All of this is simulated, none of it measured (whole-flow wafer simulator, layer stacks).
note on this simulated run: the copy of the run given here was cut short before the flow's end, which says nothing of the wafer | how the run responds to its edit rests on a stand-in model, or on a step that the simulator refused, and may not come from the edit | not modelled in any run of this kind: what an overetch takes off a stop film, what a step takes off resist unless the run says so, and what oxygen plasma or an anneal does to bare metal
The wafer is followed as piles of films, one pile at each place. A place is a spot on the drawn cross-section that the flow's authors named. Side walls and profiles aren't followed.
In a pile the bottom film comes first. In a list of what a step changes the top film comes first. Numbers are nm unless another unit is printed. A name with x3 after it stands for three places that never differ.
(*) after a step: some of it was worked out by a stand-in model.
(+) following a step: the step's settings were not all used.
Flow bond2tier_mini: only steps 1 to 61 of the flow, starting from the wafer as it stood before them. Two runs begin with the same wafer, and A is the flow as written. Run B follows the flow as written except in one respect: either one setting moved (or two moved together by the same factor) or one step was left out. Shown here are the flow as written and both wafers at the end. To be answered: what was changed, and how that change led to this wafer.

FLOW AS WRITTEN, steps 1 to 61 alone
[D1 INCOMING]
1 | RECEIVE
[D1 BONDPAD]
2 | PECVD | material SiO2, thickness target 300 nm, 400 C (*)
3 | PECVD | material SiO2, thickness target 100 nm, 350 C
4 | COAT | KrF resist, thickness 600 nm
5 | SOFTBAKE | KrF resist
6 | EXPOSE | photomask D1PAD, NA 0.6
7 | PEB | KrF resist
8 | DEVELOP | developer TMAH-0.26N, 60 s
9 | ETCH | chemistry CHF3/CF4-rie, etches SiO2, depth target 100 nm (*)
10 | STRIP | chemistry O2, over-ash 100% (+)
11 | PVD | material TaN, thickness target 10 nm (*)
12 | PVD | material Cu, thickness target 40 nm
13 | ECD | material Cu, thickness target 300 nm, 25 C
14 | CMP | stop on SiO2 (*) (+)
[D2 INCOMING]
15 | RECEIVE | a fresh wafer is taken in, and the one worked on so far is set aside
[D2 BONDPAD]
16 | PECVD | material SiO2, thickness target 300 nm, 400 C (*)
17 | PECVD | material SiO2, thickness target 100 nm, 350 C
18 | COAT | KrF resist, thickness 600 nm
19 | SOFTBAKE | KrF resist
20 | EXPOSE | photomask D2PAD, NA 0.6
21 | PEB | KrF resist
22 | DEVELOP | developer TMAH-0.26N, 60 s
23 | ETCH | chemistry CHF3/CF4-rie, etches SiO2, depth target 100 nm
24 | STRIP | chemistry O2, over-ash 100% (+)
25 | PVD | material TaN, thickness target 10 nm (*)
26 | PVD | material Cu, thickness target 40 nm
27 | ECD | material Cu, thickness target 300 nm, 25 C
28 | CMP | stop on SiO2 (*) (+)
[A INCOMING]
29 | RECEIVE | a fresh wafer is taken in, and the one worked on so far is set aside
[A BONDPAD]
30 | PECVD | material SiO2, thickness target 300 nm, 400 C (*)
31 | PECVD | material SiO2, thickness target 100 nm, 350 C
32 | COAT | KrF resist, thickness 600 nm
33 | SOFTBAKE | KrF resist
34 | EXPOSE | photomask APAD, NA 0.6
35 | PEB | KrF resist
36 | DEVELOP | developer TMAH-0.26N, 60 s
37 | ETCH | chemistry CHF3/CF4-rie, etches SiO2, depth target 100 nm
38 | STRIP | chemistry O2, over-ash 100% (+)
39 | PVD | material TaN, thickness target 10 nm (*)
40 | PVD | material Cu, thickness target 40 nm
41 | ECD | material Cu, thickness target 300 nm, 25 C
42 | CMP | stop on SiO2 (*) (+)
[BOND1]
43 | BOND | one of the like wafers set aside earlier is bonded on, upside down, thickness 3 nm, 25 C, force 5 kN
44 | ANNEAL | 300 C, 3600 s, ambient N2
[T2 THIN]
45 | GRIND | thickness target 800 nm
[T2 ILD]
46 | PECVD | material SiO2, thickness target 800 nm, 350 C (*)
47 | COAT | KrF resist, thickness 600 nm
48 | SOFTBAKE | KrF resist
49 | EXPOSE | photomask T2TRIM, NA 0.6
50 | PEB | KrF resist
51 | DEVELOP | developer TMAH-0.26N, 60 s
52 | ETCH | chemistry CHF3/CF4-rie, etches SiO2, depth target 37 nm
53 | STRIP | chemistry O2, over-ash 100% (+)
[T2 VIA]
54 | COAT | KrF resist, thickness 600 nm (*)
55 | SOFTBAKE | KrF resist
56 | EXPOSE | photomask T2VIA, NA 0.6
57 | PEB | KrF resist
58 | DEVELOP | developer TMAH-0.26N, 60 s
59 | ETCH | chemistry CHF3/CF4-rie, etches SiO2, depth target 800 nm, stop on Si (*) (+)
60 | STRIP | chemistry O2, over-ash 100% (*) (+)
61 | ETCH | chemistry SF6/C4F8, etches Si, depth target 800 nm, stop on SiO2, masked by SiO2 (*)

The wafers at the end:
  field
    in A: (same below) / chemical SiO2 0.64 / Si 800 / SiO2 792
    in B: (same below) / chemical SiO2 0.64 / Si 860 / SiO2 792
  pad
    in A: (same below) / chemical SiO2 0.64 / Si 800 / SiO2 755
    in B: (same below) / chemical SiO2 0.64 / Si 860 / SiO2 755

What caused this: step 45, GRIND: thickness target 860 nm was run, whereas the flow has thickness target 800 nm.
One can read it off the wafer: field has Si 860, and step 45 as written asks for 800 nm.

How this came from the change, step by step:
  45 | GRIND | thickness target 800 nm
      field, pad, via: A -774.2 um Si | B -774.14 um Si
